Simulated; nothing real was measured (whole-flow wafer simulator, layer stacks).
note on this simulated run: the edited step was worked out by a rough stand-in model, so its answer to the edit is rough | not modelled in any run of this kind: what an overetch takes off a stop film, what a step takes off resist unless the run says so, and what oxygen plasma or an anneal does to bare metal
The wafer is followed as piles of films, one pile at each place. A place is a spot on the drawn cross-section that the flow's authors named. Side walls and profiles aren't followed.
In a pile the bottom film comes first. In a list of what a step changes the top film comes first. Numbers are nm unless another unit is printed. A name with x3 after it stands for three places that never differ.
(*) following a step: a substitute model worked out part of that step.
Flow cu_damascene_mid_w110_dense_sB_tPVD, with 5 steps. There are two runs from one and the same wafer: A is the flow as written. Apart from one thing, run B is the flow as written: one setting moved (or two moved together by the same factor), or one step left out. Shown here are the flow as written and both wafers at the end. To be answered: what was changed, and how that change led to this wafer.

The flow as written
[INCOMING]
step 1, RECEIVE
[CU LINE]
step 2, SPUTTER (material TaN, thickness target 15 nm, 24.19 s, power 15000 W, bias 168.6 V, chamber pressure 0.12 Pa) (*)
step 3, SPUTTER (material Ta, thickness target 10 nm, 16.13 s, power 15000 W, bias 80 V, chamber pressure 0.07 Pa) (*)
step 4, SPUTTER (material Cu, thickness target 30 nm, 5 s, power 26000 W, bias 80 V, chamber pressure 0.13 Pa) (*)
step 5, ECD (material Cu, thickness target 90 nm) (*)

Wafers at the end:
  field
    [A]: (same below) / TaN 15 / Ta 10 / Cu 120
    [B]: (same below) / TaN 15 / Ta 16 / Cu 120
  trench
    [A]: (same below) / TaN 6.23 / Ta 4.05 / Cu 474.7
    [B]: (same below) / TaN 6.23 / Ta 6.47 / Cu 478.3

The reason: step 3, SPUTTER: 25.81 s was run, while the flow as written has 16.13 s.

Step by step, how the change led to this:
  step 3, SPUTTER (material Ta, thickness target 10 nm, 16.13 s, power 15000 W, bias 80 V, chamber pressure 0.07 Pa) (*)
      field: A Ta gains 10 (new film) | B Ta gains 16 (new film)
      trench: A Ta gains 4.05 (new film) | B Ta gains 6.47 (new film)
